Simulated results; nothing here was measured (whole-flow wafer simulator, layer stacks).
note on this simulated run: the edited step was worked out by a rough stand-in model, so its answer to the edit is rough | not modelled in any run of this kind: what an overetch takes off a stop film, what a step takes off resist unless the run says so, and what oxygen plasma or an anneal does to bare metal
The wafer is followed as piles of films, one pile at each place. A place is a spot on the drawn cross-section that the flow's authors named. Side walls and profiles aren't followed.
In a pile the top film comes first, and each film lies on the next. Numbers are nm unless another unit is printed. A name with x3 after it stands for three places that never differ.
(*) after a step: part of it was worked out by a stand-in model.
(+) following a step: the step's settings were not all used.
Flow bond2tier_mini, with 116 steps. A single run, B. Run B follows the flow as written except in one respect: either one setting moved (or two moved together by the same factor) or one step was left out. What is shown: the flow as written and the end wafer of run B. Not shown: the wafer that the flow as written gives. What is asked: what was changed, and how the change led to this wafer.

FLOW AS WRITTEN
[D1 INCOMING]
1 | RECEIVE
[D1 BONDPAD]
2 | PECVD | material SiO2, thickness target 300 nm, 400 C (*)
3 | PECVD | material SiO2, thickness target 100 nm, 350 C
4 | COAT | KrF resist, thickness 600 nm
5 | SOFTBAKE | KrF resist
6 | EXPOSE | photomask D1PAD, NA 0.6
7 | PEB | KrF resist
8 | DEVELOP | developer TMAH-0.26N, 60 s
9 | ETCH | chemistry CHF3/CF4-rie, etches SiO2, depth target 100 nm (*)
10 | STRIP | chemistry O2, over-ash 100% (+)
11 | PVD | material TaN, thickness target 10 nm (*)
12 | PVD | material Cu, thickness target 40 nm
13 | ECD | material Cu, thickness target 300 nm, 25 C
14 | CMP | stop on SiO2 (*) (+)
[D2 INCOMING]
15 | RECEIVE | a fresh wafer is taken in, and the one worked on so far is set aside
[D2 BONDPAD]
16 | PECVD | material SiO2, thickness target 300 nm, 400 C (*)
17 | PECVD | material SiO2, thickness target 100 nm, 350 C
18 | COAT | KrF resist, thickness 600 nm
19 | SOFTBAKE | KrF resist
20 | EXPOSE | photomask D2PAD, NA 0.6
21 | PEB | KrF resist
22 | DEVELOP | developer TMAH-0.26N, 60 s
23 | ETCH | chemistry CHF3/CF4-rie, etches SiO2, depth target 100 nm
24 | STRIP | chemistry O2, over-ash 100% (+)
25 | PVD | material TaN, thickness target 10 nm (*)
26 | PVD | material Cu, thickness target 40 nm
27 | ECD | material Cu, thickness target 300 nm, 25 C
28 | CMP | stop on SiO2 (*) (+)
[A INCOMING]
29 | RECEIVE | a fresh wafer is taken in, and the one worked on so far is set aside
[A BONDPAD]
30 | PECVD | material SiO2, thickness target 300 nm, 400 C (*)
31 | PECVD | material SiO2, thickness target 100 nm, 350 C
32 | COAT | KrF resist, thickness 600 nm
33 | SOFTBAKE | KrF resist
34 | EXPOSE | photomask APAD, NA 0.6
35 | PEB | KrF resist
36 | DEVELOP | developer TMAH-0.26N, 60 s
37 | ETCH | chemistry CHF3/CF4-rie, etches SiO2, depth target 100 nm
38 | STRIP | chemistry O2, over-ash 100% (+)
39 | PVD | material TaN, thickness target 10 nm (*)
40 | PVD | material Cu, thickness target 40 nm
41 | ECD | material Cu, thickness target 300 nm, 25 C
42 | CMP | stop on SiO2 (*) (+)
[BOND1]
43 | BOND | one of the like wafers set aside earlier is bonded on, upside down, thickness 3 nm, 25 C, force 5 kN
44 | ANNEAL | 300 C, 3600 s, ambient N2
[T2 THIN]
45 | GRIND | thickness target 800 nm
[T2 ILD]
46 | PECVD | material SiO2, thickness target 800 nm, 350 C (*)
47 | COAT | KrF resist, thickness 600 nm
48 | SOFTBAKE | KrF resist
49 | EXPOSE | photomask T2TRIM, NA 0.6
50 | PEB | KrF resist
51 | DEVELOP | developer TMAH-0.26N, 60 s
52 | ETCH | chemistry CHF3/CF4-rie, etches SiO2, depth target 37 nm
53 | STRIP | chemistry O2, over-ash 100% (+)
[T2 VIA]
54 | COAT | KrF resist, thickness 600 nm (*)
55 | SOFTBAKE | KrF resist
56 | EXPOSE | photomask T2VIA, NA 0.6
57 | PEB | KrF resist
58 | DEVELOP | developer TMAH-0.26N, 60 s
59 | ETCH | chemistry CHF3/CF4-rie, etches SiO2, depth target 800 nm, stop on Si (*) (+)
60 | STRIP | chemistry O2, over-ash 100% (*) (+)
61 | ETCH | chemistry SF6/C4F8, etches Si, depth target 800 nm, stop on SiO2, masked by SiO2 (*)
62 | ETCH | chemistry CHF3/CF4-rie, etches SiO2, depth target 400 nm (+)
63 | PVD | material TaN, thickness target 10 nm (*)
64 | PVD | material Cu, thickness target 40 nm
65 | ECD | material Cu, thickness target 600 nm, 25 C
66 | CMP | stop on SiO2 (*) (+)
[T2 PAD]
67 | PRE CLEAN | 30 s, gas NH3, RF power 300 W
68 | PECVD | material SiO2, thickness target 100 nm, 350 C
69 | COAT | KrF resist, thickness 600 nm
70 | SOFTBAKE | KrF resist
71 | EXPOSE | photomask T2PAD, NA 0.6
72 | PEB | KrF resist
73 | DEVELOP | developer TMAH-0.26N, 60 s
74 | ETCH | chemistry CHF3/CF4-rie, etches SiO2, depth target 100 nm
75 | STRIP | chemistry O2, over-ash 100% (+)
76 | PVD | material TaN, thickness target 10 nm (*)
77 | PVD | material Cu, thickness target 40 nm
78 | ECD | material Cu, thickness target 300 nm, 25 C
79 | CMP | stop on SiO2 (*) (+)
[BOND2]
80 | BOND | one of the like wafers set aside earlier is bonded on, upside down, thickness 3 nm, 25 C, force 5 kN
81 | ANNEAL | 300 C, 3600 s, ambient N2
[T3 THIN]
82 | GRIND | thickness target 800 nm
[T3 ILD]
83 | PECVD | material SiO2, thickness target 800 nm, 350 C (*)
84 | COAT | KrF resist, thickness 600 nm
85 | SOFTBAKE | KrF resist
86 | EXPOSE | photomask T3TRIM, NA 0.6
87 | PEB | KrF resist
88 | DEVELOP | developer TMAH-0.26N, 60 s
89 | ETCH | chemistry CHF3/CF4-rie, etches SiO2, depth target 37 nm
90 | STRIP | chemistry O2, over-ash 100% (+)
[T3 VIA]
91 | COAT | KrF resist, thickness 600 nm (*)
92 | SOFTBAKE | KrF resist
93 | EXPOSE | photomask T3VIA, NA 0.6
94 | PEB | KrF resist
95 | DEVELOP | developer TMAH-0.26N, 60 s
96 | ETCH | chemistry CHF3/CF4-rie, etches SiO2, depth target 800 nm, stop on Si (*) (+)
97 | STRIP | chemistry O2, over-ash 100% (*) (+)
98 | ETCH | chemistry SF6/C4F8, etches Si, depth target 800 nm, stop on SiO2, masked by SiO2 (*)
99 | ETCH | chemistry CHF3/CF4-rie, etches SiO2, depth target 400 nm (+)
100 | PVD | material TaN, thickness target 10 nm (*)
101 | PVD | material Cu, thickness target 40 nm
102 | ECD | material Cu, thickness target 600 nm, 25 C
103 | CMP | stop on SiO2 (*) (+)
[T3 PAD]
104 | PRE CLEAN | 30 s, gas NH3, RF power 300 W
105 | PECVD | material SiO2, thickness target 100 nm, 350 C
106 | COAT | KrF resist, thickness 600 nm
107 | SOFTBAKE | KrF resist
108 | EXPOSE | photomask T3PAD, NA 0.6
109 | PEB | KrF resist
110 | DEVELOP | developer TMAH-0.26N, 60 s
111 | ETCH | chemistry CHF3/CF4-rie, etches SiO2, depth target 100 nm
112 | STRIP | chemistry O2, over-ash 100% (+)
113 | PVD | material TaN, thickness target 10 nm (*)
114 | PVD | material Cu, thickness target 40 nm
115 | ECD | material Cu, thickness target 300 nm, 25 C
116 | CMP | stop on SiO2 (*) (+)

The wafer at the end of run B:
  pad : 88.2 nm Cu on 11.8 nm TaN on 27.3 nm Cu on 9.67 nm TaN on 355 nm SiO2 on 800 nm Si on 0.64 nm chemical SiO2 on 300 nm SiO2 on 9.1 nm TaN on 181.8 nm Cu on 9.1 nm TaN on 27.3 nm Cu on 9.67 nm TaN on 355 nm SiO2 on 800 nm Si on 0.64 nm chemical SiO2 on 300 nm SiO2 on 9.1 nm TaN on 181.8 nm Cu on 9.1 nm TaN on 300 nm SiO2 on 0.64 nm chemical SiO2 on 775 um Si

What caused this: step 113, PVD: thickness target 13 nm was run, though the flow has thickness target 10 nm.

How this came from the change, step by step:
  113 | PVD | material TaN, thickness target 10 nm (*)
      field: +13 TaN (new film) (as written it would have been: +10 TaN (new film))
      pad: +11.8 TaN (new film) (as written it would have been: +9.1 TaN (new film))
  116 | CMP | stop on SiO2 (*) (+)
      field: -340 Cu (all of it), -13 TaN (all of it) (as written it would have been: -340 Cu (all of it), -10 TaN (all of it))
